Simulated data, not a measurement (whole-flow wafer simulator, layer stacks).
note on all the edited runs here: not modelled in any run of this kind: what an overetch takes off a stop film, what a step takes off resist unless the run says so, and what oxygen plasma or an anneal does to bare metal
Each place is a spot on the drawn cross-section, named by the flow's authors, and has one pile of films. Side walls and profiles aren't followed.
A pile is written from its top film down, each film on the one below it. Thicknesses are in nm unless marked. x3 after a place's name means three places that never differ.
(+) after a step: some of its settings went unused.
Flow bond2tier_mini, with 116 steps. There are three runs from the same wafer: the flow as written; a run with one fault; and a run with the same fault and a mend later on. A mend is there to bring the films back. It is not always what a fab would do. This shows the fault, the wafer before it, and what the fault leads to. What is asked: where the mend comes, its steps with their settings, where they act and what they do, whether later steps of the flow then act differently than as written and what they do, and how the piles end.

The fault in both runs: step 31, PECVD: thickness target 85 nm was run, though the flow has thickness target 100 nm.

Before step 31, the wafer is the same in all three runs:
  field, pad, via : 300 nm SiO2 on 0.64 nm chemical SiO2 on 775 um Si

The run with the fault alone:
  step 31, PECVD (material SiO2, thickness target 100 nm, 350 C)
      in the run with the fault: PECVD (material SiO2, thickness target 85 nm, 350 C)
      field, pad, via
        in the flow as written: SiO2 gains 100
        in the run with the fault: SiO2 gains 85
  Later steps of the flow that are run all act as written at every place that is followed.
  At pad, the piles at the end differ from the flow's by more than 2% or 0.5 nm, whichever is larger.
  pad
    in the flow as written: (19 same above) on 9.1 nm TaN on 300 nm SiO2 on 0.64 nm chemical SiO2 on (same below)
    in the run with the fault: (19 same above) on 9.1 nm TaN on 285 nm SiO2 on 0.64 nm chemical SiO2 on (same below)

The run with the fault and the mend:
  The mend stands after step 36.
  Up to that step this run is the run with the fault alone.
  step 36a, STRIP (chemistry O2, over-ash 100%) (+)
      field
        KrF resist loses 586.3 (all of it)
  step 36b, PECVD (material SiO2, thickness target 15 nm, 350 C) (a further turn of the flow's step 31, with different settings)
      field, pad, via
        SiO2 gains 15
  step 36c, COAT (KrF resist, thickness 600 nm) (a further turn of the flow's step 32)
      field, pad, via
        KrF resist gains 600 (new film)
  step 36d, SOFTBAKE (KrF resist) (a further turn of the flow's step 33)
      does not change any film at any place that is followed
  step 36e, EXPOSE (photomask APAD, NA 0.6) (a further turn of the flow's step 34)
      does not change any film at any place that is followed
  step 36f, PEB (KrF resist) (a further turn of the flow's step 35)
      does not change any film at any place that is followed
  step 36g, DEVELOP (developer TMAH-0.26N, 60 s) (a further turn of the flow's step 36)
      pad, via
        KrF resist loses 600 (all of it)
      field
        KrF resist loses 13.7
  Later steps of the flow that are run all act as written at every place that is followed.
  The piles end the same as the flow's at every place that both follow.
